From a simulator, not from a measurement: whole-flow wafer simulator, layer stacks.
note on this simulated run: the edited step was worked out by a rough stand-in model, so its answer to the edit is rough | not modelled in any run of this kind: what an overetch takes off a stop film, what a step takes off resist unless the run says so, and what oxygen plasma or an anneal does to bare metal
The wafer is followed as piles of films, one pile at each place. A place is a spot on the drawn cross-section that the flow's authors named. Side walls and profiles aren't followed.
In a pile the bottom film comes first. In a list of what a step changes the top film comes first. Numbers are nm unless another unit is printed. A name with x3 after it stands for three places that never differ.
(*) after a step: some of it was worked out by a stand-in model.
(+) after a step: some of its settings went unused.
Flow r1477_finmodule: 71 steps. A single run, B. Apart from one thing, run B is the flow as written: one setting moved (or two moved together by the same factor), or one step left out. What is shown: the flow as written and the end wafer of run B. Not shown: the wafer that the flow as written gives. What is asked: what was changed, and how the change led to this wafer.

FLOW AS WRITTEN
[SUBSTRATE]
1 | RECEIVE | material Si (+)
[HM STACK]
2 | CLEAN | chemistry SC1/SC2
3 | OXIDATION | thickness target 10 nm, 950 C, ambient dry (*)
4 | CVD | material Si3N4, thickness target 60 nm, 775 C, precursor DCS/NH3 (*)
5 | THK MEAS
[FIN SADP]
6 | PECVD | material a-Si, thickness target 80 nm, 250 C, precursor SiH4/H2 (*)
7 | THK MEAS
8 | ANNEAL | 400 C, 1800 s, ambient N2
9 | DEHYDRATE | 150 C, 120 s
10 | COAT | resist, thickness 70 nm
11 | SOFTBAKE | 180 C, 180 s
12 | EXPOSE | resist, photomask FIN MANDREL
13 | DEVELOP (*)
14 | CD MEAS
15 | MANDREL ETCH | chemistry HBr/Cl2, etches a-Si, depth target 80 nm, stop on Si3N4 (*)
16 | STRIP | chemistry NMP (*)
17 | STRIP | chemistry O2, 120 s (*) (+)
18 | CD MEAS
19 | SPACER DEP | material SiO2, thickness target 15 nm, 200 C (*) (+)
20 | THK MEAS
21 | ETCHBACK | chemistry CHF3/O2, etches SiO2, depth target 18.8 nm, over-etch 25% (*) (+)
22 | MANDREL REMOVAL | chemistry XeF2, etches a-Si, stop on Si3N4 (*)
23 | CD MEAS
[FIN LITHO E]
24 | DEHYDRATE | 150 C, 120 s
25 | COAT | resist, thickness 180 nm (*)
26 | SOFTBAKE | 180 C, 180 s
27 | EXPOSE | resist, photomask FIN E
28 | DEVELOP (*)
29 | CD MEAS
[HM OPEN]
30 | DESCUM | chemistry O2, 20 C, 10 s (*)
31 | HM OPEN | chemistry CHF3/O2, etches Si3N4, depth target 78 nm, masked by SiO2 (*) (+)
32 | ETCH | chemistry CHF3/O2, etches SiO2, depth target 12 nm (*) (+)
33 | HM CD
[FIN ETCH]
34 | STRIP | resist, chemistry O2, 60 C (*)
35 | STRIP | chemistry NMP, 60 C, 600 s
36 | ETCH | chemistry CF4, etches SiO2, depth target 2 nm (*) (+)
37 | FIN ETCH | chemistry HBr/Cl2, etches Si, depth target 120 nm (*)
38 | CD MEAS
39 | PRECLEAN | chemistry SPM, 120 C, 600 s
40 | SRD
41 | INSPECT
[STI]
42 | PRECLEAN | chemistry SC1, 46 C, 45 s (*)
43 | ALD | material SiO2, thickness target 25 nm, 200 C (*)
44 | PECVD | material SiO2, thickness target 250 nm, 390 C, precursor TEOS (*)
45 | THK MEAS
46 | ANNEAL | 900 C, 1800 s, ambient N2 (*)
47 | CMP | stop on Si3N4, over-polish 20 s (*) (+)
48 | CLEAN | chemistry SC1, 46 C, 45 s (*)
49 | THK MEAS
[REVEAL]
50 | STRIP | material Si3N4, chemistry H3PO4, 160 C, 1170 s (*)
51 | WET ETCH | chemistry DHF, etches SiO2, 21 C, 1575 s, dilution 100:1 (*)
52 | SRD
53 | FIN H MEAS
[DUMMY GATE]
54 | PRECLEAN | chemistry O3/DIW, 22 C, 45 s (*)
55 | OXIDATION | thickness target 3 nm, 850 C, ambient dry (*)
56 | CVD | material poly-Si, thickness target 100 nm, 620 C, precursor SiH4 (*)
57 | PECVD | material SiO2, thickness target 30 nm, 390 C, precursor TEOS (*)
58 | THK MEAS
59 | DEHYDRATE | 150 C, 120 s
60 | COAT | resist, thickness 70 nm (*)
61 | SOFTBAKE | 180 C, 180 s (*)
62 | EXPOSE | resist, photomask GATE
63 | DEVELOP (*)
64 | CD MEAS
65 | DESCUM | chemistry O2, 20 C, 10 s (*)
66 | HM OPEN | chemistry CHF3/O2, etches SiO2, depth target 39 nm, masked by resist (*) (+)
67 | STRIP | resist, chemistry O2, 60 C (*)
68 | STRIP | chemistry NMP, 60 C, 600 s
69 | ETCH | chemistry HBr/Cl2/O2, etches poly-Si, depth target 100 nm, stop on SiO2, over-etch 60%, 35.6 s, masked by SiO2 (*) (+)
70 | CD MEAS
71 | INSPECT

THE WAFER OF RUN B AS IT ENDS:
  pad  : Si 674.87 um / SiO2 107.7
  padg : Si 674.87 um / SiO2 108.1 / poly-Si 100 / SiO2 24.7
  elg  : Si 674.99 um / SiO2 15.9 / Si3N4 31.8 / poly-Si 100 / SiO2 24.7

Cause: step 3, OXIDATION: thickness target 15.9 nm was run, whereas the flow has thickness target 10 nm.
The wafer itself shows it: elg has SiO2 15.9, and step 3 as written asks for 10 nm.

Step by step, how the change led to this:
  3 | OXIDATION | thickness target 10 nm, 950 C, ambient dry (*)
      pad, padg, elg and 33 more: +15.9 SiO2 (new film), -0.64 chemical SiO2 (all of it), -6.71 Si (it would be, as written: +10 SiO2 (new film), -0.64 chemical SiO2 (all of it), -4.12 Si)
  31 | HM OPEN | chemistry CHF3/O2, etches Si3N4, depth target 78 nm, masked by SiO2 (*) (+)
      pad, padg, esg and 13 more: -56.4 Si3N4 (all of it), -10.8 SiO2 (it would be, as written: -56.4 Si3N4 (all of it), -10 SiO2 (all of it))
  32 | ETCH | chemistry CHF3/O2, etches SiO2, depth target 12 nm (*) (+)
      pad, padg, e40sg and 11 more: -5.09 SiO2 (all of it), -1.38 Si (it would be, as written: -2.4 Si)
      esg, eso: -5.09 SiO2 (all of it), -1.38 Si (it would be, as written: -1.77 Si)
      (and at 6 other places as well)
  43 | ALD | material SiO2, thickness target 25 nm, 200 C (*)
      esg: +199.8 SiO2 (new film) (it would be, as written: +194.3 SiO2 (new film))
  47 | CMP | stop on Si3N4, over-polish 20 s (*) (+)
      pad, padg, e40sg and 11 more: -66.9 SiO2 (it would be, as written: -71.8 SiO2)
      eso: -66.9 SiO2 (it would be, as written: -72.4 SiO2)
  51 | WET ETCH | chemistry DHF, etches SiO2, 21 C, 1575 s, dilution 100:1 (*)
      s40sg_line, s45sg_line, s50sg_line, s40so_line, s45so_line, s50so_line: -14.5 SiO2 (all of it) (it would be, as written: -8.63 SiO2 (all of it))
  56 | CVD | material poly-Si, thickness target 100 nm, 620 C, precursor SiH4 (*)
      s40cg, s40co: +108 poly-Si (new film) (it would be, as written: +113.9 poly-Si (new film))
      s45cg, s45co: +107.5 poly-Si (new film) (it would be, as written: +113.4 poly-Si (new film))
      (and at 2 other places as well)
  60 | COAT | resist, thickness 70 nm (*)
      s40sg, s40so: +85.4 resist (new film) (it would be, as written: +91 resist (new film))
      s45sg, s45so: +85.3 resist (new film) (it would be, as written: +91 resist (new film))
      (and at 2 other places as well)
  63 | DEVELOP (*)
      s40so: -85.4 resist (all of it) (it would be, as written: -91 resist (all of it))
      s45so: -85.3 resist (all of it) (it would be, as written: -91 resist (all of it))
      (and at 1 other place as well)
  67 | STRIP | resist, chemistry O2, 60 C (*)
      s40sg: -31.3 resist (all of it) (it would be, as written: -36.9 resist (all of it))
      s45sg: -31.2 resist (all of it) (it would be, as written: -36.9 resist (all of it))
      (and at 1 other place as well)
  69 | ETCH | chemistry HBr/Cl2/O2, etches poly-Si, depth target 100 nm, stop on SiO2, over-etch 60%, 35.6 s, masked by SiO2 (*) (+)
      s40co: -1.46 chemical SiO2 (all of it), -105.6 poly-Si (all of it), -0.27 SiO2 (it would be, as written: -1.46 chemical SiO2 (all of it), -111.5 poly-Si (all of it), -0.24 SiO2)
      s45co: -1.46 chemical SiO2 (all of it), -105 poly-Si (all of it), -0.27 SiO2 (it would be, as written: -1.46 chemical SiO2 (all of it), -110.9 poly-Si (all of it), -0.25 SiO2)
      (and at 1 other place as well)
